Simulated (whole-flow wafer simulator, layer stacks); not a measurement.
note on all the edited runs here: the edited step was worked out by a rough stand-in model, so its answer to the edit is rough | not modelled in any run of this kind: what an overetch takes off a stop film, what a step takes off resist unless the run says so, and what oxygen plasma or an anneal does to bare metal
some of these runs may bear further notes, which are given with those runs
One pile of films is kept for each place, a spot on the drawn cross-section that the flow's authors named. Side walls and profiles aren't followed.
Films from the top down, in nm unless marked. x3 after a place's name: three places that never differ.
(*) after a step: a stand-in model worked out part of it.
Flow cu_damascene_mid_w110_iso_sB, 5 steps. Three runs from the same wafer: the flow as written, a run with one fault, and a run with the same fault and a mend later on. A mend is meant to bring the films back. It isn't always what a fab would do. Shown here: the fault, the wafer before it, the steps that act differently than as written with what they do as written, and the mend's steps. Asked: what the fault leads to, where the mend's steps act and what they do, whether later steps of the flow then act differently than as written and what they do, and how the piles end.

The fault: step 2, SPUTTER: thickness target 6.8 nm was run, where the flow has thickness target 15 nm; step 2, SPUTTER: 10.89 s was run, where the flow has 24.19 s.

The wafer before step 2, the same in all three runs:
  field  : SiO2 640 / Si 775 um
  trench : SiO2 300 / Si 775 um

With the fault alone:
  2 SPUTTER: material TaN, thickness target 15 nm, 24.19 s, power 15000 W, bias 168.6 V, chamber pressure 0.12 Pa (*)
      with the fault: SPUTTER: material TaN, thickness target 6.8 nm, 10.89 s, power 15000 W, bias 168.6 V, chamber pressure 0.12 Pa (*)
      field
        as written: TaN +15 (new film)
        with the fault: TaN +6.8 (new film)
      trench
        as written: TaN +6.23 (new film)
        with the fault: TaN +2.82 (new film)
  Later steps of the flow that act differently than as written (2 more steps differ only slightly, by at most 2% or 0.5 nm, whichever is larger, and aren't shown):
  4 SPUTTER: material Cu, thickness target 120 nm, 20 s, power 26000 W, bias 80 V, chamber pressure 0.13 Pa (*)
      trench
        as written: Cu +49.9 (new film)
        with the fault: Cu +51.2 (new film)
  At the end the piles differ from the flow's by more than 2% or 0.5 nm, whichever is larger, at field, trench.
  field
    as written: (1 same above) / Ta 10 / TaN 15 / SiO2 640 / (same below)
    with the fault: (1 same above) / Ta 10 / TaN 6.8 / SiO2 640 / (same below)
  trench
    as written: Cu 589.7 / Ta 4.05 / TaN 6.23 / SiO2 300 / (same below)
    with the fault: Cu 584.8 / Ta 4.15 / TaN 2.82 / SiO2 300 / (same below)

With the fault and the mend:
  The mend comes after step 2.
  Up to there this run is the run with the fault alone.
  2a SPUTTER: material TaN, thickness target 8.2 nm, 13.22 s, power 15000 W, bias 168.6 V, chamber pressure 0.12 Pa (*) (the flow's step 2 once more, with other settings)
      field
        TaN +8.2
      trench
        TaN +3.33
  No later step of the flow acts differently than as written, at any place that is followed, by more than 2% or 0.5 nm, whichever is larger.
  At the end the piles differ from the flow's only slightly at the places that both follow, by at most 2% or 0.5 nm, whichever is larger.
